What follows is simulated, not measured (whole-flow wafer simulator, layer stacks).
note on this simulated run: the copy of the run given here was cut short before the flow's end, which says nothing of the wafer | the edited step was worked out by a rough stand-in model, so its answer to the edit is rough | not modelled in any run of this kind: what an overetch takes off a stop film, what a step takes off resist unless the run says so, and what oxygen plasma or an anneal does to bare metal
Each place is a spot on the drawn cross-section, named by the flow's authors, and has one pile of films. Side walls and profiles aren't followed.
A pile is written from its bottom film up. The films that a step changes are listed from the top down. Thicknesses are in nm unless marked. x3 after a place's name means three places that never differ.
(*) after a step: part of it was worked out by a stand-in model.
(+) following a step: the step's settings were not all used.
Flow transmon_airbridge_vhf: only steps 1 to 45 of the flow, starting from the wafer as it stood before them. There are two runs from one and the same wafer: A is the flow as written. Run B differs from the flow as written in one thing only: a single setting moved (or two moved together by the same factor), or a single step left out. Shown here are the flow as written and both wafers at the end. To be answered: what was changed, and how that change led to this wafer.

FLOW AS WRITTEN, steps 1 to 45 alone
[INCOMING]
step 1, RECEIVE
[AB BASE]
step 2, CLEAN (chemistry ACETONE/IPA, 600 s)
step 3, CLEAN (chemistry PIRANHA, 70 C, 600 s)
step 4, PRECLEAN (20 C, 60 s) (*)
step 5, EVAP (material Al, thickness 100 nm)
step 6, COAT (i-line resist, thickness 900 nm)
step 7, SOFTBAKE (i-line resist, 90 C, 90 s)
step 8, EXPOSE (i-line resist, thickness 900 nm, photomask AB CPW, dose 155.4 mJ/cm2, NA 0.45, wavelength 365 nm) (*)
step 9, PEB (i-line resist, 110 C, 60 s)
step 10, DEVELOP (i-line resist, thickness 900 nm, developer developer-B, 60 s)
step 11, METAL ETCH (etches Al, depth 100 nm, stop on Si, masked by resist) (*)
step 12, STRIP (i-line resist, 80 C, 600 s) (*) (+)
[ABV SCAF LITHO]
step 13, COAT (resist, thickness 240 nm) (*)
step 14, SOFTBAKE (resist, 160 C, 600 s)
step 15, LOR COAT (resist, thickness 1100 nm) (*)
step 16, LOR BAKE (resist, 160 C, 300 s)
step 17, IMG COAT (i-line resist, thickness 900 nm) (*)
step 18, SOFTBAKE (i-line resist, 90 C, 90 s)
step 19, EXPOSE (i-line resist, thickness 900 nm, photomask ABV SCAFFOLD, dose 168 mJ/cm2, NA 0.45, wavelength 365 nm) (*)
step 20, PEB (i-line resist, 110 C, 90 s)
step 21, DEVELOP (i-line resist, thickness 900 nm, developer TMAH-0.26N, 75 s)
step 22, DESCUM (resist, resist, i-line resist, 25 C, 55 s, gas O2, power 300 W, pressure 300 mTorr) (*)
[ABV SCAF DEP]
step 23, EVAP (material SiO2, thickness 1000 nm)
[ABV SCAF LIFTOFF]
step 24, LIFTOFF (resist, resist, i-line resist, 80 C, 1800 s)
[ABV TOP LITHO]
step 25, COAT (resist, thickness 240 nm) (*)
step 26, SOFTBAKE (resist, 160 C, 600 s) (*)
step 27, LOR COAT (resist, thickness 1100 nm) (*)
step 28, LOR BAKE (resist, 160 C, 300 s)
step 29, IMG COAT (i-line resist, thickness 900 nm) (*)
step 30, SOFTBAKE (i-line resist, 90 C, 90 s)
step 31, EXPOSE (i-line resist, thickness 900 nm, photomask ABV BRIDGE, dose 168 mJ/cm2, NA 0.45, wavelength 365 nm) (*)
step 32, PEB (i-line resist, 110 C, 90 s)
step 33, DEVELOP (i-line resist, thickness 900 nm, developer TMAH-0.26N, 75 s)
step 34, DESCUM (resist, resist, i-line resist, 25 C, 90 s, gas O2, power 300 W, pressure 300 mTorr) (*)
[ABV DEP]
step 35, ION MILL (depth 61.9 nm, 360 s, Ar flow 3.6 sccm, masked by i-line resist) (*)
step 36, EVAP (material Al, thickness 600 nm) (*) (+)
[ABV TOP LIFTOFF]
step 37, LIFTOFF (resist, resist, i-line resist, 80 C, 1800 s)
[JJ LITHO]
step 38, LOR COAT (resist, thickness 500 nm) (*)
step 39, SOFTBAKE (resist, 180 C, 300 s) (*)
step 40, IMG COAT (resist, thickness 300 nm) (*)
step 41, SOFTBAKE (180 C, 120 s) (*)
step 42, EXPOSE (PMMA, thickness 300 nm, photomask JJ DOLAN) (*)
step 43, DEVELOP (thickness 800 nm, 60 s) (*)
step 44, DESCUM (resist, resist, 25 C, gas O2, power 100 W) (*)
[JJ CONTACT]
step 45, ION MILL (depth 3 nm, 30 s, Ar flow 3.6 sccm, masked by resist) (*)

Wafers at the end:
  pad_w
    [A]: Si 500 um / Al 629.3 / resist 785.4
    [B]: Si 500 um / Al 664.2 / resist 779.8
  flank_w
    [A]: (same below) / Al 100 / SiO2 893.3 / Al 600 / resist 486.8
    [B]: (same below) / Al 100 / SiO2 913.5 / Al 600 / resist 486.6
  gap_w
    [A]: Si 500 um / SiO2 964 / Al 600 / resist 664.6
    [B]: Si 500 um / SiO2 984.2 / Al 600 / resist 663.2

The reason: step 35, ION MILL: depth 27.2 nm was run, though the flow has depth 61.9 nm; step 35, ION MILL: 158 s was run, where the flow has 360 s.

How this came from the change, step by step:
  step 35, ION MILL (depth 61.9 nm, 360 s, Ar flow 3.6 sccm, masked by i-line resist) (*)
      field x3, jj_line, ground_far, trace_open_s x2, margin_s, margin_n: A -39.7 i-line resist | B -17.4 i-line resist
      flank_w, gap_w, cpw_trace, gap_e, flank_e, bridge_strip: A -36 SiO2 | B -15.8 SiO2
      (and at 2 other places as well)
  step 37, LIFTOFF (resist, resist, i-line resist, 80 C, 1800 s)
      field x3, jj_line, trace_open_s x2: A -600 Al (all of it), -600 i-line resist (all of it), -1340 resist (all of it) | B -600 Al (all of it), -622.3 i-line resist (all of it), -1340 resist (all of it)
      margin_s, margin_n: A -600 Al (all of it), -318.3 i-line resist (all of it), -992 resist (all of it) | B -600 Al (all of it), -340.6 i-line resist (all of it), -992 resist (all of it)
      (and at 1 other place as well)
